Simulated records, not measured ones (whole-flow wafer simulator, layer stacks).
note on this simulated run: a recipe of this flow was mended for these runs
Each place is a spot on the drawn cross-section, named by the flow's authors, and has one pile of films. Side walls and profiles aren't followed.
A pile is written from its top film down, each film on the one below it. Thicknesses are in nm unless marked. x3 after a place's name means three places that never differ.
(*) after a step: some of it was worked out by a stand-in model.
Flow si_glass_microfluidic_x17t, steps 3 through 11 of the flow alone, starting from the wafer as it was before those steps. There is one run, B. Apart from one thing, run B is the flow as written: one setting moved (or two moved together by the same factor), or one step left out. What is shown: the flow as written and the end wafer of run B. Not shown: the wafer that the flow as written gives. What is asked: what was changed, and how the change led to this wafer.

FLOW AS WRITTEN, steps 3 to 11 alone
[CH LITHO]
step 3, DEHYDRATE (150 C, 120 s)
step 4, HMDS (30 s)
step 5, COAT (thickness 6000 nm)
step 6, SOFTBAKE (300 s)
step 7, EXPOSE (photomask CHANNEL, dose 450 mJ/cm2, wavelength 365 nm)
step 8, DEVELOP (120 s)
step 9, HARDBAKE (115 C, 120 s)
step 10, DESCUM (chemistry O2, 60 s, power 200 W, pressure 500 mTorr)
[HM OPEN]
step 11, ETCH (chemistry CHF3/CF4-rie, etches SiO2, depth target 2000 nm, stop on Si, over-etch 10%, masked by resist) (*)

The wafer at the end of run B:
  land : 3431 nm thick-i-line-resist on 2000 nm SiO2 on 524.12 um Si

What caused this: step 5, COAT: thickness 4249 nm was run, while the flow as written has thickness 6000 nm.

How this came from the change, step by step:
  step 5, COAT (thickness 6000 nm)
      land, tr110 x3: +4249 thick-i-line-resist (new film) (in the flow as written it would be: +6000 thick-i-line-resist (new film))
  step 8, DEVELOP (120 s)
      tr110 x3: -4249 thick-i-line-resist (all of it) (in the flow as written it would be: -6000 thick-i-line-resist (all of it))
  step 9, HARDBAKE (115 C, 120 s)
      land: -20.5 thick-i-line-resist (in the flow as written it would be: -33.5 thick-i-line-resist)
